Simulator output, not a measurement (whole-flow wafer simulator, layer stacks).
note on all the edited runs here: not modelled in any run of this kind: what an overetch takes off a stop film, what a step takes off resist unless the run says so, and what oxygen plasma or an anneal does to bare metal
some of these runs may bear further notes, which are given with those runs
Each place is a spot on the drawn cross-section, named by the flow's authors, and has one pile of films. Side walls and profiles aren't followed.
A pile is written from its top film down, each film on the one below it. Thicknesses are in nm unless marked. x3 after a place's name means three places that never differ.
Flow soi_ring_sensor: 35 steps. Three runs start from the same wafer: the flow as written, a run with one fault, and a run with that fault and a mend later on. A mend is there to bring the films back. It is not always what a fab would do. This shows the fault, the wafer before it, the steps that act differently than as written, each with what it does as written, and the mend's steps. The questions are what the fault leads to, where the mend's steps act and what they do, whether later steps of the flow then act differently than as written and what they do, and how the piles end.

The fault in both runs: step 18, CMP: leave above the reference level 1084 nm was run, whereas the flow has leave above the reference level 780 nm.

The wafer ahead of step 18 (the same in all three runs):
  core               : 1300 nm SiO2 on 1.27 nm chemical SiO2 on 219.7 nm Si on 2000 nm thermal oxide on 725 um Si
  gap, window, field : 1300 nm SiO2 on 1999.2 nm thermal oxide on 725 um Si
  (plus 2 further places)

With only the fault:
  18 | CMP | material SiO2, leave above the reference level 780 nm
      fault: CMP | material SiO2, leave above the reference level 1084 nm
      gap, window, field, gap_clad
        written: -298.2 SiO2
        fault: nothing
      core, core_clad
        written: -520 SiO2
        fault: -216 SiO2
  Later steps of the flow acting differently than as written (5 more steps, not shown, differ only slightly: by at most 2% or 0.5 nm, whichever is larger):
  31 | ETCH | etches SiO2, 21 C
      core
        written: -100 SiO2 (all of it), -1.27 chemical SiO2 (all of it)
        fault: -404 SiO2 (all of it), -1.27 chemical SiO2 (all of it)
  The piles end different from the flow's at field, core_clad by more than 2% or 0.5 nm, whichever is larger.
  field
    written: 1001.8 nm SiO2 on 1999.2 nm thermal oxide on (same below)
    fault: 1300 nm SiO2 on 1999.2 nm thermal oxide on (same below)
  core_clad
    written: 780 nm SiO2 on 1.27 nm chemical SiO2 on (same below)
    fault: 1084 nm SiO2 on 1.27 nm chemical SiO2 on (same below)

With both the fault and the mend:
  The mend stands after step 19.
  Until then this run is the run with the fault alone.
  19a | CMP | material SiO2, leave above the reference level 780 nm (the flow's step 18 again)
      gap, window, field, gap_clad
        -298.2 SiO2
      core, core_clad
        -304 SiO2
  None of the later steps of the flow acts differently than as written at any place that is followed.
  The piles end the same as the flow's at every place that both follow.
